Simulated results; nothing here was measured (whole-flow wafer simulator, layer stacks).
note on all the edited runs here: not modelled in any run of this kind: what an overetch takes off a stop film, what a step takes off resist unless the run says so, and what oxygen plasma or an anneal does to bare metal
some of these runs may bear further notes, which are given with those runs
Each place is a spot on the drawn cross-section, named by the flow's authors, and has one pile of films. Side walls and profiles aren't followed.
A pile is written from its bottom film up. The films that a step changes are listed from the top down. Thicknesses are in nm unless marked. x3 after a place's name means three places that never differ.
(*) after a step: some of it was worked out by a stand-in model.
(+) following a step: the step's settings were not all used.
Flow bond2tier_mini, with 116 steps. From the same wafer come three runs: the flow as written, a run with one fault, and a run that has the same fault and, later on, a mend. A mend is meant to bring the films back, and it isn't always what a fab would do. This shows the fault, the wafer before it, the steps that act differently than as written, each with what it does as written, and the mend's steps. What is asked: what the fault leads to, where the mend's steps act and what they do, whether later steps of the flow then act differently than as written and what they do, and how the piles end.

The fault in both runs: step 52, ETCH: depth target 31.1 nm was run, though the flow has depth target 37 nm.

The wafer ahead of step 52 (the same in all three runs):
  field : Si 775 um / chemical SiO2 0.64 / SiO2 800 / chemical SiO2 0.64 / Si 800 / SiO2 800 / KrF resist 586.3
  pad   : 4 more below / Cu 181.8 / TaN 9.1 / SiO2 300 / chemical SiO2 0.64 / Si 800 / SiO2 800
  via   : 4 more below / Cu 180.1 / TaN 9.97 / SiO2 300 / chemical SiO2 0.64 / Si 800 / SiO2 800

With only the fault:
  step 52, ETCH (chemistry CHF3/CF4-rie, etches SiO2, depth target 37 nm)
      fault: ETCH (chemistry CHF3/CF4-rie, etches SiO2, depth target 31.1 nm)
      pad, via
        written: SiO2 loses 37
        fault: SiO2 loses 31.1
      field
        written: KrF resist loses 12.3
        fault: KrF resist loses 10.4
  Every later step of the flow that is run acts as written, at every place that is followed, to within 2% or 0.5 nm, whichever is larger.
  At pad, the piles at the end differ from the flow's by more than 2% or 0.5 nm, whichever is larger.
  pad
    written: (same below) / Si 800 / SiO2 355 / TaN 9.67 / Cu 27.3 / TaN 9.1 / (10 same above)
    fault: (same below) / Si 800 / SiO2 360.9 / TaN 9.72 / Cu 21.4 / TaN 9.1 / (10 same above)

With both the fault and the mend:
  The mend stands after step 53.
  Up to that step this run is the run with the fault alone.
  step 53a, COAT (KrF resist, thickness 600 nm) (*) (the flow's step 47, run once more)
      field
        KrF resist gains 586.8 (new film)
      pad
        KrF resist gains 613.8 (new film)
      via
        KrF resist gains 612.1 (new film)
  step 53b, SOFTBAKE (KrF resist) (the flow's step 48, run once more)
      alters no film at any place that is followed
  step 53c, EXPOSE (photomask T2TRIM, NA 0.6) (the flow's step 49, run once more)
      alters no film at any place that is followed
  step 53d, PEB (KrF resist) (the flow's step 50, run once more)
      alters no film at any place that is followed
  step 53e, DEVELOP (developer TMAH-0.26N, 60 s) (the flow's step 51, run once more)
      field
        KrF resist loses 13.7
      pad
        KrF resist loses 613.8 (all of it)
      via
        KrF resist loses 612.1 (all of it)
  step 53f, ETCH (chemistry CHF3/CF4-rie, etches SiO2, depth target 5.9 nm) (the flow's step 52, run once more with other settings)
      pad, via
        SiO2 loses 5.9
      field
        KrF resist loses 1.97
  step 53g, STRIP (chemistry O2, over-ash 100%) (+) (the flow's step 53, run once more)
      field
        KrF resist loses 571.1 (all of it)
  Every later step of the flow that is run acts as written at every place that is followed.
  At every place that both follow, the piles at the end match the flow's.
